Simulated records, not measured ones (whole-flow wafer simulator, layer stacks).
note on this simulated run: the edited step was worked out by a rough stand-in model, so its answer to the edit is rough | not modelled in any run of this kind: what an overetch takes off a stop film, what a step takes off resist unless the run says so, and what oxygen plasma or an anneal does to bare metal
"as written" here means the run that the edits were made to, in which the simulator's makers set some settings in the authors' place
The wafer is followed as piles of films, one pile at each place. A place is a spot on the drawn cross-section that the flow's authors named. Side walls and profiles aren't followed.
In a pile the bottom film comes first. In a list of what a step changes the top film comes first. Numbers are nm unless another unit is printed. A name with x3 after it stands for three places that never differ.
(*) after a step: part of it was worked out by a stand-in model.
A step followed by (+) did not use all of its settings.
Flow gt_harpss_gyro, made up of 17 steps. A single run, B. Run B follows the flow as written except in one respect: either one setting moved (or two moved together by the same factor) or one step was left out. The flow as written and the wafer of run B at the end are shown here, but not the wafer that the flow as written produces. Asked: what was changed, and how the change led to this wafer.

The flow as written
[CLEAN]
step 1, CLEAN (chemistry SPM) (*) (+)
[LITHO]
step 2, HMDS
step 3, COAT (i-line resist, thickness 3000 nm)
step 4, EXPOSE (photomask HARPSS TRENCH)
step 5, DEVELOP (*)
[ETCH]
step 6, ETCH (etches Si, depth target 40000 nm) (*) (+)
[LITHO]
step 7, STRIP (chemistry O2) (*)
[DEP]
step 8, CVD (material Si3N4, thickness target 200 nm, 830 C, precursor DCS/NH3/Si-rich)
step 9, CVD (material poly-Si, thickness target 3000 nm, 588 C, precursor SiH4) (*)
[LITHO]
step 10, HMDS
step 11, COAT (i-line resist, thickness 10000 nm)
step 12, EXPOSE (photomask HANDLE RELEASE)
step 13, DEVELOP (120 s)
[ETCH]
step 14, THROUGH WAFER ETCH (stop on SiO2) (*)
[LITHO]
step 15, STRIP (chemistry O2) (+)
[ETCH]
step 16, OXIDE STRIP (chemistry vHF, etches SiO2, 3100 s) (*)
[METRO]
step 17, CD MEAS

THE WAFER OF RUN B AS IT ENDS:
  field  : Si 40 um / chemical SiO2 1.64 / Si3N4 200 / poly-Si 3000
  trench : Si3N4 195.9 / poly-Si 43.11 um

What caused this: step 6, ETCH: depth target 56000 nm was run, whereas the flow has depth target 40000 nm.

The path from the change to this, step by step:
  step 6, ETCH (etches Si, depth target 40000 nm) (*) (+)
      trench: -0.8 chemical SiO2 (all of it), -40 um Si (all of it), -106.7 SiO2 (as written it would have been: -0.8 chemical SiO2 (all of it), -40 um Si (all of it))
      field: -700 i-line resist (as written it would have been: -500 i-line resist)
  step 7, STRIP (chemistry O2) (*)
      field: -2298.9 i-line resist (all of it), +0.84 chemical SiO2, -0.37 Si (as written it would have been: -2498.9 i-line resist (all of it), +0.87 chemical SiO2, -0.38 Si)
  step 9, CVD (material poly-Si, thickness target 3000 nm, 588 C, precursor SiH4) (*)
      trench: +43.11 um poly-Si (new film) (as written it would have been: +43.01 um poly-Si (new film))
  step 16, OXIDE STRIP (chemistry vHF, etches SiO2, 3100 s) (*)
      trench: under 2 films: -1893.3 SiO2 (all of it) (as written it would have been: under 2 films: -2000 SiO2 (all of it))
